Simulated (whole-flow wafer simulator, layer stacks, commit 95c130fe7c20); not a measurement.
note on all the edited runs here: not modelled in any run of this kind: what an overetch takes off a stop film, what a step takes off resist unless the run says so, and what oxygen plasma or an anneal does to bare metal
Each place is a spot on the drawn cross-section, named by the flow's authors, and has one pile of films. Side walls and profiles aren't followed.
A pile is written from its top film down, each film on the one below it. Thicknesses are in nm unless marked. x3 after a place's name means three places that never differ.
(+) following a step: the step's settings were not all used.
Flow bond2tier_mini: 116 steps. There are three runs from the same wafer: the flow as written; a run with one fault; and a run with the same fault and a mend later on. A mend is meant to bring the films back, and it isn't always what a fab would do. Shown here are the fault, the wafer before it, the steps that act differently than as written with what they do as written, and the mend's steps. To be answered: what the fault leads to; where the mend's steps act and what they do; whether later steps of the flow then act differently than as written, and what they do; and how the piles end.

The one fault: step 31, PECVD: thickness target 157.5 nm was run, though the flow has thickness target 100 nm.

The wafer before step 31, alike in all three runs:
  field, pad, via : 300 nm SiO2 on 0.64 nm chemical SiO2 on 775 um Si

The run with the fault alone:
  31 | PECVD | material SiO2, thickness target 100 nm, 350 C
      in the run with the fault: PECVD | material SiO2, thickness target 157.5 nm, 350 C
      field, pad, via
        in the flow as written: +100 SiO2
        in the run with the fault: +157.5 SiO2
  None of the later steps of the flow acts differently than as written at any place that is followed.
  At field, pad, the piles at the end differ from the flow's by more than 2% or 0.5 nm, whichever is larger.
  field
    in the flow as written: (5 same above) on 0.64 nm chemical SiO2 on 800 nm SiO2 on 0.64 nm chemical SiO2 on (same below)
    in the run with the fault: (5 same above) on 0.64 nm chemical SiO2 on 857.5 nm SiO2 on 0.64 nm chemical SiO2 on (same below)
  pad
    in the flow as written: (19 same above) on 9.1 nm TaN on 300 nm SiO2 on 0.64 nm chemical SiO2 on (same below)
    in the run with the fault: (19 same above) on 9.1 nm TaN on 357.5 nm SiO2 on 0.64 nm chemical SiO2 on (same below)

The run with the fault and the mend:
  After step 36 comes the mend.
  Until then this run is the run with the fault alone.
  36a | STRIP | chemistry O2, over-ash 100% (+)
      field
        -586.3 KrF resist (all of it)
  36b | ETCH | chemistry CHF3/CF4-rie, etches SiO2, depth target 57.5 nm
      field, pad, via
        -57.5 SiO2
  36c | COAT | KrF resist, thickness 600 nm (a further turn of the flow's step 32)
      field, pad, via
        +600 KrF resist (new film)
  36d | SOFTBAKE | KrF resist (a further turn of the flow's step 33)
      does not change any film at any place that is followed
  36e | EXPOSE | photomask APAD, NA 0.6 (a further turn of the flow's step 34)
      does not change any film at any place that is followed
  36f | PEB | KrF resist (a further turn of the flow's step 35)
      does not change any film at any place that is followed
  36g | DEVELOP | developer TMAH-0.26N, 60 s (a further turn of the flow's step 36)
      pad, via
        -600 KrF resist (all of it)
      field
        -13.7 KrF resist
  None of the later steps of the flow acts differently than as written at any place that is followed.
  By the end, the piles equal the flow's at every place that both follow.
